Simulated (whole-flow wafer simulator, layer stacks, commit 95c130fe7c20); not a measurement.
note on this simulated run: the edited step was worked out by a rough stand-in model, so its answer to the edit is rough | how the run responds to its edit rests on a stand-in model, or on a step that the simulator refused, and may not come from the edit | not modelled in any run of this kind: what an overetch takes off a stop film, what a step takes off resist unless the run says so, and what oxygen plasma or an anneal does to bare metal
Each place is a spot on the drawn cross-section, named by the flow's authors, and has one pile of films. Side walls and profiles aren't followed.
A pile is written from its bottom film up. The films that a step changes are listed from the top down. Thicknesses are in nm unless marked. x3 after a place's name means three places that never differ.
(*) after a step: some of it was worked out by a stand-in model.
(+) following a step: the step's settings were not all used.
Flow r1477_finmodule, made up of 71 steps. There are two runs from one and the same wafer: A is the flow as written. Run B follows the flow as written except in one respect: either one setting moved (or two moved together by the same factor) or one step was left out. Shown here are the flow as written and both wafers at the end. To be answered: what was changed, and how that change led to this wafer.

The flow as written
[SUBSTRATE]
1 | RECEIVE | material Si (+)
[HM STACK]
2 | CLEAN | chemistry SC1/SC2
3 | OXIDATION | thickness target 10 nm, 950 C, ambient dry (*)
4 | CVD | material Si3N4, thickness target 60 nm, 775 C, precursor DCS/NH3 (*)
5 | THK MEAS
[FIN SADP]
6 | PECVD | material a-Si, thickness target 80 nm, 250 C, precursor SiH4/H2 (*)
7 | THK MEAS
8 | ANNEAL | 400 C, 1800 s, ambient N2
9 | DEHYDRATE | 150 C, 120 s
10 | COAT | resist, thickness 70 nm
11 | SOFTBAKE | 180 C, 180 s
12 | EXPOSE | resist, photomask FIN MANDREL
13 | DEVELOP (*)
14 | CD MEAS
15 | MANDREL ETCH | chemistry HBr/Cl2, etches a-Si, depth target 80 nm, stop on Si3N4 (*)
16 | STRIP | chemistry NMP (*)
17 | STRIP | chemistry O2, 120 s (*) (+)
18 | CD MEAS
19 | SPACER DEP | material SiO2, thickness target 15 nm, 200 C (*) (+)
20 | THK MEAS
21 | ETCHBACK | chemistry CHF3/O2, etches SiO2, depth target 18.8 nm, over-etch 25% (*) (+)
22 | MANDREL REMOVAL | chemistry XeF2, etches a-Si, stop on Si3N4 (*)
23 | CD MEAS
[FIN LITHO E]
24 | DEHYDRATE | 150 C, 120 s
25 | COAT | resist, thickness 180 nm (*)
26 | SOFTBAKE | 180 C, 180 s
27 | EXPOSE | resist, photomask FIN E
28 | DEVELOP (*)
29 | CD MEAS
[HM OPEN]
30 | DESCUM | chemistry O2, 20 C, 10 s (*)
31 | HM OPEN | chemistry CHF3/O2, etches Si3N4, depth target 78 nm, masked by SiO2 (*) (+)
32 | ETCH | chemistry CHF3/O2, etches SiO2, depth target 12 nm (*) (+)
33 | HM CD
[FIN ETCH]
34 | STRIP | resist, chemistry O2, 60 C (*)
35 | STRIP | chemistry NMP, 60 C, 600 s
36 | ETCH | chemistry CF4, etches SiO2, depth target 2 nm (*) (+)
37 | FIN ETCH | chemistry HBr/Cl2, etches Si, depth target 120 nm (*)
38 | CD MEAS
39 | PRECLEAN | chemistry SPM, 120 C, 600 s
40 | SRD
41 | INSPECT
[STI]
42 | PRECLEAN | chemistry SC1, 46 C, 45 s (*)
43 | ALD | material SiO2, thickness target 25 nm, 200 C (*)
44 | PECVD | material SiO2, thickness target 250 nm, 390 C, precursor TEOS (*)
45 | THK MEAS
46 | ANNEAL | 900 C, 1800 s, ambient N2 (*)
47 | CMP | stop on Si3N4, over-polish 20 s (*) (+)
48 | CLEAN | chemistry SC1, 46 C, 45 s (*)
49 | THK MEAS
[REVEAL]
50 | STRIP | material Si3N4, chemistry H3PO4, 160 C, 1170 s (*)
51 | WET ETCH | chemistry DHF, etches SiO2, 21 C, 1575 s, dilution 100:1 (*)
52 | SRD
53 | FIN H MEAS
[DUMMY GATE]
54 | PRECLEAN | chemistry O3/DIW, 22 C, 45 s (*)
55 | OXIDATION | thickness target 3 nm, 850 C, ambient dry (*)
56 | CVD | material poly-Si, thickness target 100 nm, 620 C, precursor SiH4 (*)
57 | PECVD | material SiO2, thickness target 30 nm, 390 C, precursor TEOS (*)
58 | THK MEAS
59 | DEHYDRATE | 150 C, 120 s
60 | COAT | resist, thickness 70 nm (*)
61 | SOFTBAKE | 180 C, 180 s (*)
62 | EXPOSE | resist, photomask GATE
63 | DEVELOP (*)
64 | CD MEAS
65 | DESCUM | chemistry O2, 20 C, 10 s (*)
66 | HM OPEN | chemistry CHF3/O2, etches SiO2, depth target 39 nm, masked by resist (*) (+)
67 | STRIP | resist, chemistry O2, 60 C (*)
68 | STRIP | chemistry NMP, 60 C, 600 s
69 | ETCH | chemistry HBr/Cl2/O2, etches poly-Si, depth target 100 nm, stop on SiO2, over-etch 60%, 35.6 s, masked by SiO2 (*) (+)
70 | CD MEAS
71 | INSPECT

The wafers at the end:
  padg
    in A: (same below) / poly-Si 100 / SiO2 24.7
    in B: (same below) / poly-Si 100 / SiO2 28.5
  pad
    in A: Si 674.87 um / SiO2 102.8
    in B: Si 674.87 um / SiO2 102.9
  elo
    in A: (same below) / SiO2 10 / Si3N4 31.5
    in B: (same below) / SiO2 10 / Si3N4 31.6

The reason: step 57, PECVD: thickness target 33.8 nm was run, while the flow as written has thickness target 30 nm.

The path from the change to this, step by step:
  57 | PECVD | material SiO2, thickness target 30 nm, 390 C, precursor TEOS (*)
      pad, padg, elg and 33 more: A SiO2 gains 30 (new film) | B SiO2 gains 33.8 (new film)
  66 | HM OPEN | chemistry CHF3/O2, etches SiO2, depth target 39 nm, masked by resist (*) (+)
      pad, elo, eso and 15 more: A SiO2 loses 30 (all of it), poly-Si loses 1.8 | B SiO2 loses 33.8 (all of it), poly-Si loses 1.04
